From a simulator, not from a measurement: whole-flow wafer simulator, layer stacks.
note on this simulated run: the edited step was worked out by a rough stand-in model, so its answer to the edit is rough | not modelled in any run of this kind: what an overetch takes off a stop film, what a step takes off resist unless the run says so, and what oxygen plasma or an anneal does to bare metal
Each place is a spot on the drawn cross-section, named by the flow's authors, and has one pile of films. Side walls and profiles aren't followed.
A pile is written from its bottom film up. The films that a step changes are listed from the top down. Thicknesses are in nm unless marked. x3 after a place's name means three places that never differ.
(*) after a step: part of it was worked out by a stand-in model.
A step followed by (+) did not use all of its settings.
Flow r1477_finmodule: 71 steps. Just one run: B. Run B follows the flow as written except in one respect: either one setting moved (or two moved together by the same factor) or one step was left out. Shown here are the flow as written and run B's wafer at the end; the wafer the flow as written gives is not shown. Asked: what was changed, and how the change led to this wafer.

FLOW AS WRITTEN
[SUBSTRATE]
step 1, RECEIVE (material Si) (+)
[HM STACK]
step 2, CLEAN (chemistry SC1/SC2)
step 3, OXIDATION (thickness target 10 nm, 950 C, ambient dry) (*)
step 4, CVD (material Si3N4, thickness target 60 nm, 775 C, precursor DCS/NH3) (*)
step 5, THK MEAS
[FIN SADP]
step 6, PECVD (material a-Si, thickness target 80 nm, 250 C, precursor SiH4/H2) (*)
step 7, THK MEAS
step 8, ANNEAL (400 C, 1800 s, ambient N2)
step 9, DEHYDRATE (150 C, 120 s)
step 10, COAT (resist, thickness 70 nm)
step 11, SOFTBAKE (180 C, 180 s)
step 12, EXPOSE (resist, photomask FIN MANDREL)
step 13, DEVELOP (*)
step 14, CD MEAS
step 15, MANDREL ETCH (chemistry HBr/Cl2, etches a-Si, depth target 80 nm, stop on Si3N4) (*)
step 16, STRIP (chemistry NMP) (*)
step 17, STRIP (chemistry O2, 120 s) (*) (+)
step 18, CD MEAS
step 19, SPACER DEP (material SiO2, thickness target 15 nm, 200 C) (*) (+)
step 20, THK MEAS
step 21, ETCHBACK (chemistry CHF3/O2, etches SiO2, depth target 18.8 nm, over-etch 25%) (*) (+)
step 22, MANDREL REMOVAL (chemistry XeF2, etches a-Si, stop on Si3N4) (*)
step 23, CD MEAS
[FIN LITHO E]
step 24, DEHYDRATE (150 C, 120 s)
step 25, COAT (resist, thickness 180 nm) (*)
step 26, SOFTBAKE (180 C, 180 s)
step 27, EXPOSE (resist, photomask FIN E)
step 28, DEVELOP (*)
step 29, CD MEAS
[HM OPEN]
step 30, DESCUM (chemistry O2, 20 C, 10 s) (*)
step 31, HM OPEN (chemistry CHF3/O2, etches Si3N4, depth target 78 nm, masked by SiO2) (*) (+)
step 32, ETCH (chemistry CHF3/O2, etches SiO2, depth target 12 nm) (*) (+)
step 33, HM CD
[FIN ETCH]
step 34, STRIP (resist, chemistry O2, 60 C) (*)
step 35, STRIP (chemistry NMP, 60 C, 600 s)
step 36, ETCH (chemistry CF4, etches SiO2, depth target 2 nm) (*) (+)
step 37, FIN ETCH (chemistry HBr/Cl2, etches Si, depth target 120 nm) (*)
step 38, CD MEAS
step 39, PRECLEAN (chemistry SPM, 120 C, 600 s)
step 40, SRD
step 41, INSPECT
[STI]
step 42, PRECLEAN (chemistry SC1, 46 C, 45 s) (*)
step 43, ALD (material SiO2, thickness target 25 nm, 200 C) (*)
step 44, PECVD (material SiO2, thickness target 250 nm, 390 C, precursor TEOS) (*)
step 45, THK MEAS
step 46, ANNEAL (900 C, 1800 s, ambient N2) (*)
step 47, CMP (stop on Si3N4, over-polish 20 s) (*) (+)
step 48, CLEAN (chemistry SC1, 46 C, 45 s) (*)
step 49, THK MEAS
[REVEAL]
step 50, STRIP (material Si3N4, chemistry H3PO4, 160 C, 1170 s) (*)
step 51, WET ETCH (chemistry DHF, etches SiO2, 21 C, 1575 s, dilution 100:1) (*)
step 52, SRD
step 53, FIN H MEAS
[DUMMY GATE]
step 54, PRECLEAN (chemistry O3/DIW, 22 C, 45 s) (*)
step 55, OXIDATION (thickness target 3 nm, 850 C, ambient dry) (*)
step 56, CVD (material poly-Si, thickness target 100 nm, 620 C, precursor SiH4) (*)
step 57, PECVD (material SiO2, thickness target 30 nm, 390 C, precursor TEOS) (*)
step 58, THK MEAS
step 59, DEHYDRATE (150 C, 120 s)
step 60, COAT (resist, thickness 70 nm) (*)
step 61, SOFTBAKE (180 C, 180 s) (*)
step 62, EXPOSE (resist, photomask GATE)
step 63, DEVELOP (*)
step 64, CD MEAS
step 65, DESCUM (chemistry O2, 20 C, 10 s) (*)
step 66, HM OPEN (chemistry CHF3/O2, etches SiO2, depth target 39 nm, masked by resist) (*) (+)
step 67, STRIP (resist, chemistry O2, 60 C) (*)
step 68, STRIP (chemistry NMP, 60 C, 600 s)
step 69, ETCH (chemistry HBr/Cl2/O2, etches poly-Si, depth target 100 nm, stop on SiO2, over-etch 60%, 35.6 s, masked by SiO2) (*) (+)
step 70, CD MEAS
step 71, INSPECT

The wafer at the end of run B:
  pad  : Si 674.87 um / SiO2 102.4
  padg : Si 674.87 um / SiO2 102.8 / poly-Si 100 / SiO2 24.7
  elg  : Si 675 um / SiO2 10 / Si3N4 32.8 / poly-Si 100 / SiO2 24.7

What caused this: step 36, ETCH: depth target 1.118 nm was run, though the flow has depth target 2 nm.

The path from the change to this, step by step:
  step 36, ETCH (chemistry CF4, etches SiO2, depth target 2 nm) (*) (+)
      pad, padg, esg and 19 more: chemical SiO2 loses 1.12 (in the flow as written it would be: chemical SiO2 loses 1.45 (all of it), Si loses 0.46)
      elg, e40lg, e100lg, e200lg, elo, e40lo, e100lo, e200lo: Si3N4 loses 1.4 (in the flow as written it would be: Si3N4 loses 2.5)
      (as well as at 6 more places)
  step 51, WET ETCH (chemistry DHF, etches SiO2, 21 C, 1575 s, dilution 100:1) (*)
      elg, e40lg, e100lg, e200lg, elo, e40lo, e100lo, e200lo: SiO2 loses 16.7 (all of it), Si3N4 loses 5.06 (in the flow as written it would be: SiO2 loses 17.8 (all of it), Si3N4 loses 4.97)
